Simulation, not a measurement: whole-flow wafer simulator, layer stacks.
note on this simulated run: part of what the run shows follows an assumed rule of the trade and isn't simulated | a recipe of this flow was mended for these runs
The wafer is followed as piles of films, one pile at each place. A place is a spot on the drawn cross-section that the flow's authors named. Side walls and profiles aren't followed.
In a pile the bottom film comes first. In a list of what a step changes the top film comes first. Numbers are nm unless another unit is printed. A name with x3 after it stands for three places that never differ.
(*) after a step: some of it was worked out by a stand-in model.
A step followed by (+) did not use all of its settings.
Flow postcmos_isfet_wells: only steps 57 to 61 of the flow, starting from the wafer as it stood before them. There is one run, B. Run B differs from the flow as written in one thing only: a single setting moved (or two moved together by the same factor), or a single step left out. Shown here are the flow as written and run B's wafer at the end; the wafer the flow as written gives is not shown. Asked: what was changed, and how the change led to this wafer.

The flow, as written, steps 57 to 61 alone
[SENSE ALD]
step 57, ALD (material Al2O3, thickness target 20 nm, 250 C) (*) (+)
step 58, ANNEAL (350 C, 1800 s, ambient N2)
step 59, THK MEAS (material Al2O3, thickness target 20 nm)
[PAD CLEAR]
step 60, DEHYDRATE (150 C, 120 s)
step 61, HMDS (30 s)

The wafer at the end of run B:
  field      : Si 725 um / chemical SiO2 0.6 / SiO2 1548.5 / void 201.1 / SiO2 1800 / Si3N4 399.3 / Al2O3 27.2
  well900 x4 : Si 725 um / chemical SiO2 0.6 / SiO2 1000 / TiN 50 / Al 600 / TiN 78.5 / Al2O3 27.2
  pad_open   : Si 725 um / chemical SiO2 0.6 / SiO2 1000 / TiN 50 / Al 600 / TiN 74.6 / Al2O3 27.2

Cause: step 57, ALD: thickness target 27.2 nm was run, though the flow has thickness target 20 nm.
The wafer itself shows it: field has Al2O3 27.2, and step 57 as written asks for 20 nm.

The path from the change to this, step by step:
  step 57, ALD (material Al2O3, thickness target 20 nm, 250 C) (*) (+)
      field, margin x3, well900 x4, pad_open: Al2O3 gains 27.2 (new film) (in the flow as written it would be: Al2O3 gains 20 (new film))
